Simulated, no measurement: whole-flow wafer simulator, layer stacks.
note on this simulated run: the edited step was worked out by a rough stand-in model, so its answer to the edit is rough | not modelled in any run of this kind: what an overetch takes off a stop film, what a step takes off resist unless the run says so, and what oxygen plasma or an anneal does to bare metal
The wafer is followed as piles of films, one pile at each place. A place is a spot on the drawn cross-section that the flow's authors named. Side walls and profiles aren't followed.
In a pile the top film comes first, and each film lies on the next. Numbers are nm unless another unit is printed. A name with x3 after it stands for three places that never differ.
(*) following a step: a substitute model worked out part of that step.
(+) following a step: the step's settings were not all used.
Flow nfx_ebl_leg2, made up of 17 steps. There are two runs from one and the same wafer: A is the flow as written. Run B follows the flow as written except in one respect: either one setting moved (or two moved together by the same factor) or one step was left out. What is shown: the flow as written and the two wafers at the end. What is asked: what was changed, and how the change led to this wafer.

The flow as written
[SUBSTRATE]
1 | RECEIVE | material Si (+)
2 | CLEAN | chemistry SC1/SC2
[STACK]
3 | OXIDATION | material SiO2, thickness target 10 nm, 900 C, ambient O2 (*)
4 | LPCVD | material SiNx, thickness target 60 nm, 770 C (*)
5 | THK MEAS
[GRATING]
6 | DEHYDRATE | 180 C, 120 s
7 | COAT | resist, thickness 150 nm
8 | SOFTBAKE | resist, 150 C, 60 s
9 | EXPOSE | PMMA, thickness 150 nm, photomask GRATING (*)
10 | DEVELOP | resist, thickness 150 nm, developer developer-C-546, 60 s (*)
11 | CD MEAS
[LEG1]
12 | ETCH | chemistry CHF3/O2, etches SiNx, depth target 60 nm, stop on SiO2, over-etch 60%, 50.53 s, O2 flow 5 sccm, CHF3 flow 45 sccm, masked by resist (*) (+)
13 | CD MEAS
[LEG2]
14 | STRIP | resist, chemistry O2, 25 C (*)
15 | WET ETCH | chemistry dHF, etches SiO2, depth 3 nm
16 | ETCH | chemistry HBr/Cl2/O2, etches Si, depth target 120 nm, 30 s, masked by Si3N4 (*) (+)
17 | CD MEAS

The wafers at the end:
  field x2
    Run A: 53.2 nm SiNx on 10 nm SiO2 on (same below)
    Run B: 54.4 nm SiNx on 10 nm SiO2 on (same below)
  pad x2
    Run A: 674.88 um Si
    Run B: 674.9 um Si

What caused this: step 16, ETCH: depth target 99 nm was run, while the flow as written has depth target 120 nm; step 16, ETCH: 24.8 s was run, where the flow has 30 s.

How this came from the change, step by step:
  16 | ETCH | chemistry HBr/Cl2/O2, etches Si, depth target 120 nm, 30 s, masked by Si3N4 (*) (+)
      field x2: A -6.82 SiNx | B -5.64 SiNx
      pad x2: A -120 Si | B -99 Si
